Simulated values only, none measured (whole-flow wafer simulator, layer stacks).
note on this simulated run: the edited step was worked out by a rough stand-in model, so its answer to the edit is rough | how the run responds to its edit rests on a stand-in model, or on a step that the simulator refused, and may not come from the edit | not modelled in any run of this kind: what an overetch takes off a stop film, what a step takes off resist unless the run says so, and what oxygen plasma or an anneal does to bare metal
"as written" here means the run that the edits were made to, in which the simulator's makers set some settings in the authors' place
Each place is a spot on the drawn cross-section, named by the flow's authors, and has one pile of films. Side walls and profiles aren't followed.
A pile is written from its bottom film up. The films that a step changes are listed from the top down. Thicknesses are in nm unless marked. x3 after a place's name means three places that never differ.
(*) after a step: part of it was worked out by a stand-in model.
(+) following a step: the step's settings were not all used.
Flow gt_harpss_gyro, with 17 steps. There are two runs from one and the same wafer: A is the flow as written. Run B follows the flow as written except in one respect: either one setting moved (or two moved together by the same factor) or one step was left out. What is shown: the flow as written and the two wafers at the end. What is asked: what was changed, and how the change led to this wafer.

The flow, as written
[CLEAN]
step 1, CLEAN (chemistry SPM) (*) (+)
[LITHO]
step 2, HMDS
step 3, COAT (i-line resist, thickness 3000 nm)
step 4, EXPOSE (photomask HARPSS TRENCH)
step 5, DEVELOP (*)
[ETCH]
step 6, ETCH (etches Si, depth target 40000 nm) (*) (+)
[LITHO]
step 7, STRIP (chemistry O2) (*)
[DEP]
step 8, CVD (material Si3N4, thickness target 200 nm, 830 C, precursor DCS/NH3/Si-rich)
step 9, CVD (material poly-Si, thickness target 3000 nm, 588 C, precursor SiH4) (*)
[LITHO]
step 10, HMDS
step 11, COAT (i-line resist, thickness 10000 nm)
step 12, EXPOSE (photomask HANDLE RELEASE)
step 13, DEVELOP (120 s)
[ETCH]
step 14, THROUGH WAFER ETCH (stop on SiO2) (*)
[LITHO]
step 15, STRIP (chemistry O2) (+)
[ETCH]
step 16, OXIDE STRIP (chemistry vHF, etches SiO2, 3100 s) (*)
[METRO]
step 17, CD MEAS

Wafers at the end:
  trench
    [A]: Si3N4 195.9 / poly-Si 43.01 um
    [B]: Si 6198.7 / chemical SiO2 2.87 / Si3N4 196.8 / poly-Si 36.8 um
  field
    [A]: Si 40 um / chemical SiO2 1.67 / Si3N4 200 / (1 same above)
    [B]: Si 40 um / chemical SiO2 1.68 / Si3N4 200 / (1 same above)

Cause: step 6, ETCH: depth target 33800 nm was run, whereas the flow has depth target 40000 nm.

Step by step, how the change led to this:
  step 6, ETCH (etches Si, depth target 40000 nm) (*) (+)
      trench: A chemical SiO2 loses 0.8 (all of it), Si loses 40 um (all of it) | B chemical SiO2 loses 0.8 (all of it), Si loses 33.8 um
      field: A i-line resist loses 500 | B i-line resist loses 422.5
  step 7, STRIP (chemistry O2) (*)
      trench: A nothing | B chemical SiO2 gains 2.87 (new film), Si loses 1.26
      field: A i-line resist loses 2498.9 (all of it), chemical SiO2 gains 0.87, Si loses 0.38 | B i-line resist loses 2576.4 (all of it), chemical SiO2 gains 0.88, Si loses 0.39
  step 9, CVD (material poly-Si, thickness target 3000 nm, 588 C, precursor SiH4) (*)
      trench: A poly-Si gains 43.01 um (new film) | B poly-Si gains 36.8 um (new film)
